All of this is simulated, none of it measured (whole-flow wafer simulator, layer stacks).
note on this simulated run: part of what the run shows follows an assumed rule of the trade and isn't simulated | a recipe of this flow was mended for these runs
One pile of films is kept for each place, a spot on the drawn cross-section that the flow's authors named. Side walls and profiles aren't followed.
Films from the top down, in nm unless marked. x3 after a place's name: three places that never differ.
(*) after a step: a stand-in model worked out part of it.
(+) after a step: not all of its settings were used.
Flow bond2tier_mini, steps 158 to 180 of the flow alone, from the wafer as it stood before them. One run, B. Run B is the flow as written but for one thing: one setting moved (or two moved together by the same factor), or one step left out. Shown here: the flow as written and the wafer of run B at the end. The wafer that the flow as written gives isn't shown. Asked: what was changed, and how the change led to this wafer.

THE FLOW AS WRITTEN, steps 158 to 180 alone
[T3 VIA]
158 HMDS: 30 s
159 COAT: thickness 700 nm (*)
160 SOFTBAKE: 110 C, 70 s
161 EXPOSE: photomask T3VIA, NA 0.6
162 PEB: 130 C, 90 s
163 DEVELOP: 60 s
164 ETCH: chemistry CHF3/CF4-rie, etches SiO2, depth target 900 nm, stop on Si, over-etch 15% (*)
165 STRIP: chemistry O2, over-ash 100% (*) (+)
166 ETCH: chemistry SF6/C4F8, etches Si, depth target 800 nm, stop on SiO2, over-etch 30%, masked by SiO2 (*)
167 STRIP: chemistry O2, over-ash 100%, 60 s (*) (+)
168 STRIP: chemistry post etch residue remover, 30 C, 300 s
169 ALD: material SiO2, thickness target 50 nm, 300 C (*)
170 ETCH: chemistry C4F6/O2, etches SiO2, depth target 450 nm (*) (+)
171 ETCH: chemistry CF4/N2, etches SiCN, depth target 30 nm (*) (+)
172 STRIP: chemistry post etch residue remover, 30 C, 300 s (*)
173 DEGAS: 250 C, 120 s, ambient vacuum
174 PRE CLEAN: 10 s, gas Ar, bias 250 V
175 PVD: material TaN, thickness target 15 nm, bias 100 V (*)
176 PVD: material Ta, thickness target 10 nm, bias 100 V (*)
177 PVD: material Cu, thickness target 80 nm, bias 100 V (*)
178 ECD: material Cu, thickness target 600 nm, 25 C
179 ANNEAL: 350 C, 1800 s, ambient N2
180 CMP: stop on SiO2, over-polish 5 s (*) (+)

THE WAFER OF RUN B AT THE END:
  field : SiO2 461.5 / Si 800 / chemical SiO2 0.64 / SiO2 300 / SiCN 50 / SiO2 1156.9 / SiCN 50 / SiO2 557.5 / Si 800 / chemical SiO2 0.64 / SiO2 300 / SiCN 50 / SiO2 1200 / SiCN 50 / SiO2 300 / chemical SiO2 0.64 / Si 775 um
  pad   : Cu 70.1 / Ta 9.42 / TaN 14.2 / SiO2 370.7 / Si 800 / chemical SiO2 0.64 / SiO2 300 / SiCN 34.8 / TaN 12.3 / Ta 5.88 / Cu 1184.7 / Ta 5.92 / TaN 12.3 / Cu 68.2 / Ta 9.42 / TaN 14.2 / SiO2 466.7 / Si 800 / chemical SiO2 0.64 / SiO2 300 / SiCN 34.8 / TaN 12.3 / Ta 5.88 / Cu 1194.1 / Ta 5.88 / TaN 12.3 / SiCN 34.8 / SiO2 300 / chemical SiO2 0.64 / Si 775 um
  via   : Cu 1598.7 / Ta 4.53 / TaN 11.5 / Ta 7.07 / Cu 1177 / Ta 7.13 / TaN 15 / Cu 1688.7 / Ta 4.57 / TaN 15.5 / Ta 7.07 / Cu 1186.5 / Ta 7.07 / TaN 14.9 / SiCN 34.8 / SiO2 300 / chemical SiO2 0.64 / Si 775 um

The cause: step 169, ALD: thickness target 62 nm was run, where the flow has thickness target 50 nm; step 170, ETCH: depth target 558 nm was run, where the flow has depth target 450 nm.

How the change led to this, step by step:
  169 ALD: material SiO2, thickness target 50 nm, 300 C (*)
      field, pad, via: SiO2 +62 (as written it would be: SiO2 +50)
  170 ETCH: chemistry C4F6/O2, etches SiO2, depth target 450 nm (*) (+)
      field, pad: SiO2 -558 (as written it would be: SiO2 -450)
      via: SiO2 -360.1 (all of it), SiCN -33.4 (as written it would be: SiO2 -348.1 (all of it), SiCN -17.2)
  171 ETCH: chemistry CF4/N2, etches SiCN, depth target 30 nm (*) (+)
      via: SiCN -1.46 (all of it), TaN -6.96 (as written it would be: SiCN -17.6 (all of it), TaN -3.01)
  178 ECD: material Cu, thickness target 600 nm, 25 C
      via: Cu +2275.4 (as written it would be: Cu +2367)
